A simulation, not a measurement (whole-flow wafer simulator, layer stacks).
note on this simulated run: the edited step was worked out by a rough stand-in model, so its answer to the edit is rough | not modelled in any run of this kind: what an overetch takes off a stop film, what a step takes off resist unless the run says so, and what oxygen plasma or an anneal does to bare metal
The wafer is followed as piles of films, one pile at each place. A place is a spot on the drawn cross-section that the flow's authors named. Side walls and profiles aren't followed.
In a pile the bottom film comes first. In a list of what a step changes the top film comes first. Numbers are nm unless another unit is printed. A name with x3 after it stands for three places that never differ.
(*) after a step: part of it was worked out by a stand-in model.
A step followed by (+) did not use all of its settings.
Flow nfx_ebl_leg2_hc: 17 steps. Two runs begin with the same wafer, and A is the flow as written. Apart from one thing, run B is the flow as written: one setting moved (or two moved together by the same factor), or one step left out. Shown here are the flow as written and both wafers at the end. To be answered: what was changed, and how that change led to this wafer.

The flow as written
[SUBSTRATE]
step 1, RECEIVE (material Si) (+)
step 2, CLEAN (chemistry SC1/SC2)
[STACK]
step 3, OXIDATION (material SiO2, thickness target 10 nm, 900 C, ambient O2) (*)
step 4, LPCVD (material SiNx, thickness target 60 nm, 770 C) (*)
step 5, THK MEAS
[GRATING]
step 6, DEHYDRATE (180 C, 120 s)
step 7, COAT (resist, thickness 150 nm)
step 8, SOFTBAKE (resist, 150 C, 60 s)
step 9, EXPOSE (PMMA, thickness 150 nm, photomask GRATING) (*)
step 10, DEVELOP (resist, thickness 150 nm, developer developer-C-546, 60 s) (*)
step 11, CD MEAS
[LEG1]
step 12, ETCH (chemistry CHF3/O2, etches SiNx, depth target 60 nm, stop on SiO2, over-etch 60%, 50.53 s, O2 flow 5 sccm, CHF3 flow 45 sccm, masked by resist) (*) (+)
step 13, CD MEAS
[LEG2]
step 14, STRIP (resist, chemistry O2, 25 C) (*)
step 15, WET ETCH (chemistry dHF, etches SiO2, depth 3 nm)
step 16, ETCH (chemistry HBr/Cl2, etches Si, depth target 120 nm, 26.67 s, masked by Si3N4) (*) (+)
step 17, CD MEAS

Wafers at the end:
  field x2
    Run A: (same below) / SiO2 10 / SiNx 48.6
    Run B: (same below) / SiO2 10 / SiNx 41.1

The reason: step 4, LPCVD: thickness target 52.5 nm was run, whereas the flow has thickness target 60 nm.

Step by step, how the change led to this:
  step 4, LPCVD (material SiNx, thickness target 60 nm, 770 C) (*)
      field x2, pad x2: A +60 SiNx (new film) | B +52.5 SiNx (new film)
  step 12, ETCH (chemistry CHF3/O2, etches SiNx, depth target 60 nm, stop on SiO2, over-etch 60%, 50.53 s, O2 flow 5 sccm, CHF3 flow 45 sccm, masked by resist) (*) (+)
      pad x2: A -60 SiNx (all of it), -10 SiO2 (all of it) | B -52.5 SiNx (all of it), -10 SiO2 (all of it)
